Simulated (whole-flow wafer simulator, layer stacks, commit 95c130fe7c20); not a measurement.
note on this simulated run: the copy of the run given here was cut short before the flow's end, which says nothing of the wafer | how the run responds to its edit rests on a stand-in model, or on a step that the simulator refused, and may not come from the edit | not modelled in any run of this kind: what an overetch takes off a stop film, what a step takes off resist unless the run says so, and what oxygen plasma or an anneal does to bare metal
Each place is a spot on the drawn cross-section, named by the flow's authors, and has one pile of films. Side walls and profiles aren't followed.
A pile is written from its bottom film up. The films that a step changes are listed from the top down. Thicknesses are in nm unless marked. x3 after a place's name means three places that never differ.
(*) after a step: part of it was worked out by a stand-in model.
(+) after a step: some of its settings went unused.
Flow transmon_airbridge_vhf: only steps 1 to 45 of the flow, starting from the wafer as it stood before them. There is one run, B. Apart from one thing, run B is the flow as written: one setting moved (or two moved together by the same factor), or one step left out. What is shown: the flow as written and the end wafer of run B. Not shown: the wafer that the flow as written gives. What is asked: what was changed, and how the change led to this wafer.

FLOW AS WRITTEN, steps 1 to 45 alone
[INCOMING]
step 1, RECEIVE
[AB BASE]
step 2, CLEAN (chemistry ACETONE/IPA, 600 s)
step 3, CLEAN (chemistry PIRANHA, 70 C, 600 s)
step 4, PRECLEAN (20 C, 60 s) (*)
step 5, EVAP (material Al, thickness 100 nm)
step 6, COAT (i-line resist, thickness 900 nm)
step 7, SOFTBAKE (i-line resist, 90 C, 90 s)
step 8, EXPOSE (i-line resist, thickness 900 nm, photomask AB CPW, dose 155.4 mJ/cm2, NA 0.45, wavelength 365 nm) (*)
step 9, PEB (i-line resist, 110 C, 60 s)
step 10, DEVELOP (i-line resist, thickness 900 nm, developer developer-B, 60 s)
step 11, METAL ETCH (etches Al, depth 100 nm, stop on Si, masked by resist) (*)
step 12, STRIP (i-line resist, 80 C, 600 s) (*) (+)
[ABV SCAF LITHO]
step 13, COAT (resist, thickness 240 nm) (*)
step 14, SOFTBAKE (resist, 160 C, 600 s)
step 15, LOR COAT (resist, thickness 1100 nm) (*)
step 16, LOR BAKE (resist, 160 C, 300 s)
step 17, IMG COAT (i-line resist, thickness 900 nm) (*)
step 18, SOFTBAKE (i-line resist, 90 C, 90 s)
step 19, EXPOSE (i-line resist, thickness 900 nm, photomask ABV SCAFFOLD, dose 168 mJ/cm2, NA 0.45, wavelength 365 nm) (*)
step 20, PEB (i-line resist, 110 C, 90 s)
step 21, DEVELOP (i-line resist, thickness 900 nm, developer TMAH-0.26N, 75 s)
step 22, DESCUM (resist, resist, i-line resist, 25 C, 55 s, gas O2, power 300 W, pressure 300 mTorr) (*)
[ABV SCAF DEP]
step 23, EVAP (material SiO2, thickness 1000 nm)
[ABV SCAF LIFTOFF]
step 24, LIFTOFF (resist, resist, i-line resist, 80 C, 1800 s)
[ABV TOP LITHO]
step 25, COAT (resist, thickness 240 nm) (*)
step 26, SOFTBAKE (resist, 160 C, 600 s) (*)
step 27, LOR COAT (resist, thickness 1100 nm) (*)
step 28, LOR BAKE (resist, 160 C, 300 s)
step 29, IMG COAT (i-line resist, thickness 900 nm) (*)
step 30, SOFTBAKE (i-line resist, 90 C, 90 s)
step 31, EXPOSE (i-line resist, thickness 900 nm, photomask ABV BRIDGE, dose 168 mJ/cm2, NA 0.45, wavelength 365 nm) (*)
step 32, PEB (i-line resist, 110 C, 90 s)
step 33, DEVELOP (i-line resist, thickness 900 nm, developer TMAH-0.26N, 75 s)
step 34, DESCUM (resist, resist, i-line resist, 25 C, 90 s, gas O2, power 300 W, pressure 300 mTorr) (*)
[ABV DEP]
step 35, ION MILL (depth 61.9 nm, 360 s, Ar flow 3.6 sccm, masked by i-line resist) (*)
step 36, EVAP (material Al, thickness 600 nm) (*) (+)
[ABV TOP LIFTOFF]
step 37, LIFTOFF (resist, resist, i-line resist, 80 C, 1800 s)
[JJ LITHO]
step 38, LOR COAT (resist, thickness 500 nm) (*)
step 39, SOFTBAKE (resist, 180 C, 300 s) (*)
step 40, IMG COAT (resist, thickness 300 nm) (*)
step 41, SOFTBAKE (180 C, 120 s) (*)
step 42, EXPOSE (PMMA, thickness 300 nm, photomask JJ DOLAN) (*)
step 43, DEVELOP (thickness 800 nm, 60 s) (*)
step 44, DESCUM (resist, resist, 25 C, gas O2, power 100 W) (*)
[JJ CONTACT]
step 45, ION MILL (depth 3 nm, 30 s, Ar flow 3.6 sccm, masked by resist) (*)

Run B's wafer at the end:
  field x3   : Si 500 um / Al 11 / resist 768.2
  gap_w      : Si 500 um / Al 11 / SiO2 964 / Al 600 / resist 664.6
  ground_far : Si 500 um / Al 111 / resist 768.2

Cause: step 5, EVAP: thickness 111 nm was run, whereas the flow has thickness 100 nm.
The wafer lets one read it off: ground_far has Al 111, and step 5 as written asks for 100 nm.

Step by step, how the change led to this:
  step 5, EVAP (material Al, thickness 100 nm)
      field x3, jj_line, ground_far and 12 more: Al gains 111 (new film) (in the flow as written it would be: Al gains 100 (new film))
  step 11, METAL ETCH (etches Al, depth 100 nm, stop on Si, masked by resist) (*)
      field x3, jj_line, gap_w, gap_e: Al loses 100 (in the flow as written it would be: Al loses 100 (all of it))
  step 45, ION MILL (depth 3 nm, 30 s, Ar flow 3.6 sccm, masked by resist) (*)
      jj_line: Al loses 11 (all of it), Si loses 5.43 (in the flow as written it would be: Si loses 11.6)
If metal films that touch count as one body, field x3 has 1 body; the flow as written gives 0 bodies.
If metal films that touch count as one body, gap_w has 2 bodies (between them, from the top down: SiO2 964); the flow as written gives 1 body.
